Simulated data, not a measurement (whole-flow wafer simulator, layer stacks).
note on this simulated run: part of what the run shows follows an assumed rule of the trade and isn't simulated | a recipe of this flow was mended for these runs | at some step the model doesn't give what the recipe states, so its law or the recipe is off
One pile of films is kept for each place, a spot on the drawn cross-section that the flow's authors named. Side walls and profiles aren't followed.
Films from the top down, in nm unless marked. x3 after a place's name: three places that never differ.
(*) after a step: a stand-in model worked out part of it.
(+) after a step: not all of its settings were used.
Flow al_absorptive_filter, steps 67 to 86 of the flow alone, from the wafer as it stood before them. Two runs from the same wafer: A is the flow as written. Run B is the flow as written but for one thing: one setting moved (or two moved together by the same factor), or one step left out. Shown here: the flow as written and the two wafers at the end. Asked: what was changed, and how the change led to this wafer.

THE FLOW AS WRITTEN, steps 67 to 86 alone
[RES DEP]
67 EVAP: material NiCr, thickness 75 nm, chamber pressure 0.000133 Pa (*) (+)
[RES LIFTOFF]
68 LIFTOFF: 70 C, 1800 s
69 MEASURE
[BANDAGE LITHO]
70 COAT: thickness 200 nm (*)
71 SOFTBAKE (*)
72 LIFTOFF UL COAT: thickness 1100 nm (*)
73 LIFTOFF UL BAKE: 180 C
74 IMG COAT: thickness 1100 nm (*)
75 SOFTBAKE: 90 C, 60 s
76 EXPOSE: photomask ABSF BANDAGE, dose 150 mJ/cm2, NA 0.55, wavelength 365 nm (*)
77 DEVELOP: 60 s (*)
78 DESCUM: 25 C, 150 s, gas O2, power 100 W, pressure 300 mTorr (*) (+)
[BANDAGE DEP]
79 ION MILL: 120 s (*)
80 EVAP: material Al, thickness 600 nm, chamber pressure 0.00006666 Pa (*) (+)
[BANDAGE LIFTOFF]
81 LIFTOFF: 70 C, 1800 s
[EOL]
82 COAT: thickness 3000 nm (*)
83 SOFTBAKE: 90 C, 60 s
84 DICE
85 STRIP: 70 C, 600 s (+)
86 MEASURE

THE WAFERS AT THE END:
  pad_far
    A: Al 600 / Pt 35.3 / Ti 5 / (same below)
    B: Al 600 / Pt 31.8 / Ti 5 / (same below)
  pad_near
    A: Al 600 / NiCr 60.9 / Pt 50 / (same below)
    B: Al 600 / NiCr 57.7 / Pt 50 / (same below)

The cause: step 79, ION MILL: 149 s was run, where the flow has 120 s.

How the change led to this, step by step:
  79 ION MILL: 120 s (*)
      gnd, ledge, res and 9 more: A i-line-resist -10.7 | B i-line-resist -13.2
      pad_far: A Pt -14.7 | B Pt -18.2
      (and at 1 more place)
